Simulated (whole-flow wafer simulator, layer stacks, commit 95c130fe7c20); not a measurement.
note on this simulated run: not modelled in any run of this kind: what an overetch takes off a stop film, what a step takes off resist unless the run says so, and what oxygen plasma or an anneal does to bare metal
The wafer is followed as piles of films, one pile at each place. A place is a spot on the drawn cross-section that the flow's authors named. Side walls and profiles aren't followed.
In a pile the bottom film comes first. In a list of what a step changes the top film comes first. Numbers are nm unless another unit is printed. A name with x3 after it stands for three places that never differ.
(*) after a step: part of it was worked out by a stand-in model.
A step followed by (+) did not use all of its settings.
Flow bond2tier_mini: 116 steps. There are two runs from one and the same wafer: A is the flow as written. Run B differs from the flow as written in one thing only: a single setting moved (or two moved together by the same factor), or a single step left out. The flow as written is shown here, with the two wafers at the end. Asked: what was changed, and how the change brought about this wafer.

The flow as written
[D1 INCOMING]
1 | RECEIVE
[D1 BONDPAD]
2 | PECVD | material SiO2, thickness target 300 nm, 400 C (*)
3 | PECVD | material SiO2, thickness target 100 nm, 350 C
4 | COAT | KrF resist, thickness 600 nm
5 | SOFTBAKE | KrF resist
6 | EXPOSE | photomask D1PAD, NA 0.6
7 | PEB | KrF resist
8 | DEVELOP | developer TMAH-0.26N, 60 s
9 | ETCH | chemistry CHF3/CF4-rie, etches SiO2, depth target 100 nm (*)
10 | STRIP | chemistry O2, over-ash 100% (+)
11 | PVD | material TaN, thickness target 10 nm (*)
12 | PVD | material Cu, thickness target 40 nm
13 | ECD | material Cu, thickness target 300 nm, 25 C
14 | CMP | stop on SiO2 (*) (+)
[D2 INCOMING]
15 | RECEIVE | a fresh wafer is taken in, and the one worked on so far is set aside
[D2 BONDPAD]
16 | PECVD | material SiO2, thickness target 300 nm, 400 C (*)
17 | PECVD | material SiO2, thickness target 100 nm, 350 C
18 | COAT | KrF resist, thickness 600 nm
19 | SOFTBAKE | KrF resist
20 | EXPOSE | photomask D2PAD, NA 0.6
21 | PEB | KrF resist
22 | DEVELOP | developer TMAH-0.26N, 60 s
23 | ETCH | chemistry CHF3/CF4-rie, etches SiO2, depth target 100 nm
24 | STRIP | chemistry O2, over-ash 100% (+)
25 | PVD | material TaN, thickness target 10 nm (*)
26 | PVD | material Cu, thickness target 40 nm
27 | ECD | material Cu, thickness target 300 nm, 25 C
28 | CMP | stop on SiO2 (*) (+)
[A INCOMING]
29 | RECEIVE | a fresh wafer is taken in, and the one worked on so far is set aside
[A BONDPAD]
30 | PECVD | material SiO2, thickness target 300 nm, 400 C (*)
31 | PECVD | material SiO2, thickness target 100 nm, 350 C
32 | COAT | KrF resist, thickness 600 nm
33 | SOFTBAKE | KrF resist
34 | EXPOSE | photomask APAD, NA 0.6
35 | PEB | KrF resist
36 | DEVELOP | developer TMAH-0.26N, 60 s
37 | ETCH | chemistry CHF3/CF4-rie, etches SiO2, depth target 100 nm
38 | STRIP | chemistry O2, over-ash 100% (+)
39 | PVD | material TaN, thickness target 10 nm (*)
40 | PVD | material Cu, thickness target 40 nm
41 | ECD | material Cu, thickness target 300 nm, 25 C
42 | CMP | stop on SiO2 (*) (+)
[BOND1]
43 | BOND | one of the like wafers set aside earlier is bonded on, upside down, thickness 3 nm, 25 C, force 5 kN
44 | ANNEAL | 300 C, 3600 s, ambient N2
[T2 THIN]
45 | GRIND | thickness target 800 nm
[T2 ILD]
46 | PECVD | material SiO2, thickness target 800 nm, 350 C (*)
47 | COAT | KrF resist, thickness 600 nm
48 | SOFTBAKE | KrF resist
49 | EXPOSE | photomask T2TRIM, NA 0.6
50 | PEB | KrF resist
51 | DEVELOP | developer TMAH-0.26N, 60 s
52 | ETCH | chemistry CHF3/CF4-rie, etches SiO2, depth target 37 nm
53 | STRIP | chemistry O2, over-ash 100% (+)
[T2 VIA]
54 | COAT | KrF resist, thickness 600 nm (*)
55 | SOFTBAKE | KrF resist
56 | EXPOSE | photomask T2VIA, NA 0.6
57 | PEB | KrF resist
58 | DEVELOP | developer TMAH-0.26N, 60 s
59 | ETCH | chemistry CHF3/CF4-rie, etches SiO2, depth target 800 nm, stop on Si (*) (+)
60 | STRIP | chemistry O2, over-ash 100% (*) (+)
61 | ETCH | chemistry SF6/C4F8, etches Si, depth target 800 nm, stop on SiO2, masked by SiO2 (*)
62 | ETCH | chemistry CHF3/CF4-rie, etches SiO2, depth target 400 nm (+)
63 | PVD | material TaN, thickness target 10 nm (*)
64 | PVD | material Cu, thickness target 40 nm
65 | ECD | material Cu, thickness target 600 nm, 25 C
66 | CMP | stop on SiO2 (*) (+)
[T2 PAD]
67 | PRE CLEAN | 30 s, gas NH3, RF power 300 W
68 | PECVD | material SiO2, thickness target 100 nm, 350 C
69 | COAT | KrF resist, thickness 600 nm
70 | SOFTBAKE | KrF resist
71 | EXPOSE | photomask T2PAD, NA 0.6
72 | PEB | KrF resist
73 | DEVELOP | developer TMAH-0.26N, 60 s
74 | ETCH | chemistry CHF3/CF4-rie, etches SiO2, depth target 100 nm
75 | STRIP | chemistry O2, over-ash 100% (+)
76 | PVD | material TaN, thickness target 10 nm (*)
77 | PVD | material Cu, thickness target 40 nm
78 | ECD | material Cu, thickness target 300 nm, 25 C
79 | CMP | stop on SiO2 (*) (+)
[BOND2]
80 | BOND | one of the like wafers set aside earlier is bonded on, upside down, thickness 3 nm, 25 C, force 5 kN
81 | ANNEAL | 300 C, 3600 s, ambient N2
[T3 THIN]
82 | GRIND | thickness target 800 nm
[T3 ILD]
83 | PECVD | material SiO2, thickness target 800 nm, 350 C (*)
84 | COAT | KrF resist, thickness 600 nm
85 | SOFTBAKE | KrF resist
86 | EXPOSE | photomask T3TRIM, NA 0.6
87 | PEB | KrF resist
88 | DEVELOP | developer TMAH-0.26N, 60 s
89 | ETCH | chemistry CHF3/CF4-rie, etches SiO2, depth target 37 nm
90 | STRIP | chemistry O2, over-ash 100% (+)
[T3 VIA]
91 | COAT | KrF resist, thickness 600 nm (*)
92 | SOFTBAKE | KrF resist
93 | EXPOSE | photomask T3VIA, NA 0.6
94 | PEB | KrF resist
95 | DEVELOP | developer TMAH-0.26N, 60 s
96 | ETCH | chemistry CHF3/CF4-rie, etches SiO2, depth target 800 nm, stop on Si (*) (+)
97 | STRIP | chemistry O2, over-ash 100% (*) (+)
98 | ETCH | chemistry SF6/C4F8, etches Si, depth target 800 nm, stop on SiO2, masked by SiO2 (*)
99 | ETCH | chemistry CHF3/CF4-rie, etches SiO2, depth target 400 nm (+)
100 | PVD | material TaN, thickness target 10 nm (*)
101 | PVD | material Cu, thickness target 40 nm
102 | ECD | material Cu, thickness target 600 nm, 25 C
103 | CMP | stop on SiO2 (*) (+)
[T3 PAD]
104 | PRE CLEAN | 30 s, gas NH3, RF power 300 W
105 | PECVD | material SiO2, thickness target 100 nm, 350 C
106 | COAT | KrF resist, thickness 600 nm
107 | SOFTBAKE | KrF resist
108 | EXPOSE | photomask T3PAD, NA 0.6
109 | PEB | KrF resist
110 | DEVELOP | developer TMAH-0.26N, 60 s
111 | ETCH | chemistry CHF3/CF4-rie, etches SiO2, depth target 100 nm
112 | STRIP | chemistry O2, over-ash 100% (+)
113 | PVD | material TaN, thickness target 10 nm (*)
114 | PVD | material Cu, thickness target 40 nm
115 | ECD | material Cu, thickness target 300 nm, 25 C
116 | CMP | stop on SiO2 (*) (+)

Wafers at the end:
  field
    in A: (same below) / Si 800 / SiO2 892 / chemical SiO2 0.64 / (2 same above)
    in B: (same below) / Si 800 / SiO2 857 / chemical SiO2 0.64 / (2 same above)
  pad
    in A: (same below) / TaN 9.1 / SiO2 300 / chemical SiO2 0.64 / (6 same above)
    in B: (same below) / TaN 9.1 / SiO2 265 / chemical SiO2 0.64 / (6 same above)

Cause: step 17, PECVD: thickness target 65 nm was run, though the flow has thickness target 100 nm.

How this came from the change, step by step:
  17 | PECVD | material SiO2, thickness target 100 nm, 350 C
      field, pad, via: A SiO2 gains 100 | B SiO2 gains 65
  80 | BOND | one of the like wafers set aside earlier is bonded on, upside down, thickness 3 nm, 25 C, force 5 kN
      field: A Si gains 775 um (new film), chemical SiO2 gains 0.64 (new film), SiO2 gains 400 | B Si gains 775 um (new film), chemical SiO2 gains 0.64 (new film), SiO2 gains 365
      pad: A Si gains 775 um (new film), chemical SiO2 gains 0.64 (new film), SiO2 gains 300 (new film), TaN gains 9.1 (new film), Cu gains 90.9 | B Si gains 775 um (new film), chemical SiO2 gains 0.64 (new film), SiO2 gains 265 (new film), TaN gains 9.1 (new film), Cu gains 90.9
